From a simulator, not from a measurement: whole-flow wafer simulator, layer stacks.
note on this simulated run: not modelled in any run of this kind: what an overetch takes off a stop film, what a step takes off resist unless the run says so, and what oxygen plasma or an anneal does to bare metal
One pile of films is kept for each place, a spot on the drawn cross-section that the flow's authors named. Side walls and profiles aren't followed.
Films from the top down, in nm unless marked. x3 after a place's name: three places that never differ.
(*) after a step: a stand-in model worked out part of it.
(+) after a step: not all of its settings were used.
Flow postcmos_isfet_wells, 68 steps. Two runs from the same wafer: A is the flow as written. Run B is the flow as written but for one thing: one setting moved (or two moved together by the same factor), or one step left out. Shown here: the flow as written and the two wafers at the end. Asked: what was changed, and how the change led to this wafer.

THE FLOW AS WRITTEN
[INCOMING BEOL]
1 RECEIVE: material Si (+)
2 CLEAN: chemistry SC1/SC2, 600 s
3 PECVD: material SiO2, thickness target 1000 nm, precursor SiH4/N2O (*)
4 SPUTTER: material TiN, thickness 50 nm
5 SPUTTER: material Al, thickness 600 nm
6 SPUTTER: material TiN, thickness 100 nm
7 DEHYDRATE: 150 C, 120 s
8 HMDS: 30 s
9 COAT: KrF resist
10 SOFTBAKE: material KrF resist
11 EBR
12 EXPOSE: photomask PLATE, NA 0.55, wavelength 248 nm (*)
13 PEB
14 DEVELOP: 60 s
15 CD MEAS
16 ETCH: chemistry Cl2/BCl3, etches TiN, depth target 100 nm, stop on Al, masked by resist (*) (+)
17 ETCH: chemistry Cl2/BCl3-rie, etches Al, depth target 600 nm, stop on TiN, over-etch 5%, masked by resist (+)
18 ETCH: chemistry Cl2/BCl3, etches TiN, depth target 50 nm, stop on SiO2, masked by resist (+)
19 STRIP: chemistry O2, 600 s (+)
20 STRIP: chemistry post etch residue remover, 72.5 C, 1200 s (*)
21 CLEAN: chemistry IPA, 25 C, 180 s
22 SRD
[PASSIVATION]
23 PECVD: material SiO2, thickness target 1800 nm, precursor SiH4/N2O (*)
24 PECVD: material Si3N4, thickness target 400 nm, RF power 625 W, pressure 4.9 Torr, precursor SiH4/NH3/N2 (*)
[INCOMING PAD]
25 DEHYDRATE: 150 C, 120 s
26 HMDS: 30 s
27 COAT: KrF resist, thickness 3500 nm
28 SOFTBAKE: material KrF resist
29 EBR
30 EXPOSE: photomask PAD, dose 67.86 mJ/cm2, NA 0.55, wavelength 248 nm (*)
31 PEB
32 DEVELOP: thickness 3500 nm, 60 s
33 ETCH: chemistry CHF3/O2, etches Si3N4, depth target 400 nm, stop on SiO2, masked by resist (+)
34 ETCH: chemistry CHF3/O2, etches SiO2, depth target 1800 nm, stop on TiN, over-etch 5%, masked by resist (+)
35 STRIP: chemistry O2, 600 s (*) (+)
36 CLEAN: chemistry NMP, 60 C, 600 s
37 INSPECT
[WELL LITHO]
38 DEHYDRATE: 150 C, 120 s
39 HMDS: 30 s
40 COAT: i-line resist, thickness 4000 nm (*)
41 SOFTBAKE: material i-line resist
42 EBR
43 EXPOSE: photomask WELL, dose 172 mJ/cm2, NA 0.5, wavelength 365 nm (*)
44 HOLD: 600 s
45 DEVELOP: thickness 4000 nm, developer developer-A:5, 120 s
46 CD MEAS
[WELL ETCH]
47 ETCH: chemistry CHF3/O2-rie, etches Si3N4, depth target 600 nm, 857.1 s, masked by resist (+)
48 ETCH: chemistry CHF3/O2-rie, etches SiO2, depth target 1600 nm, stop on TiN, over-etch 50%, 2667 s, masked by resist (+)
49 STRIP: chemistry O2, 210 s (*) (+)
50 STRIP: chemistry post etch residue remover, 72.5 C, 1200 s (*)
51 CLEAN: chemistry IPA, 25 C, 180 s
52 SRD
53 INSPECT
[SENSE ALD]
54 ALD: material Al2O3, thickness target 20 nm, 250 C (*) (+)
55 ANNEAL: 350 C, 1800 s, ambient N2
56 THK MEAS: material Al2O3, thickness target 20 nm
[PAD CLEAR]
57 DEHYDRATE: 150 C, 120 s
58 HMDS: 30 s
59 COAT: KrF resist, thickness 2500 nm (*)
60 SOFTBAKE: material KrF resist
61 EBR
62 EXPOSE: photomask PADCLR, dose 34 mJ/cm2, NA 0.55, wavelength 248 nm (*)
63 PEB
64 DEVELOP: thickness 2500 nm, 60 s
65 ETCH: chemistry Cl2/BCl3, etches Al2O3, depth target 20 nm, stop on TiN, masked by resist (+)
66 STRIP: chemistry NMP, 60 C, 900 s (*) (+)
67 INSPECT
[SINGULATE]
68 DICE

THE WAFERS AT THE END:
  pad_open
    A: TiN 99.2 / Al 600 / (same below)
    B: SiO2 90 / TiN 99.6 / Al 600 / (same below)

The cause: step 34, ETCH: depth target 1710 nm was run, where the flow has depth target 1800 nm.

How the change led to this, step by step:
  34 ETCH: chemistry CHF3/O2, etches SiO2, depth target 1800 nm, stop on TiN, over-etch 5%, masked by resist (+)
      pad_open: A SiO2 -1800 (all of it) | B SiO2 -1710
      field, margin, well900, well1300 x3, pad_rim, pad_clr: A KrF resist -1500 | B KrF resist -1425
  35 STRIP: chemistry O2, 600 s (*) (+)
      field, margin, well900, well1300 x3, pad_rim, pad_clr: A KrF resist -1613.3 (all of it) | B KrF resist -1688.3 (all of it)
  41 SOFTBAKE: material i-line resist
      pad_clr: A i-line resist -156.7 | B i-line resist -147.7
      pad_open: A i-line resist +115.3 | B i-line resist +111.3
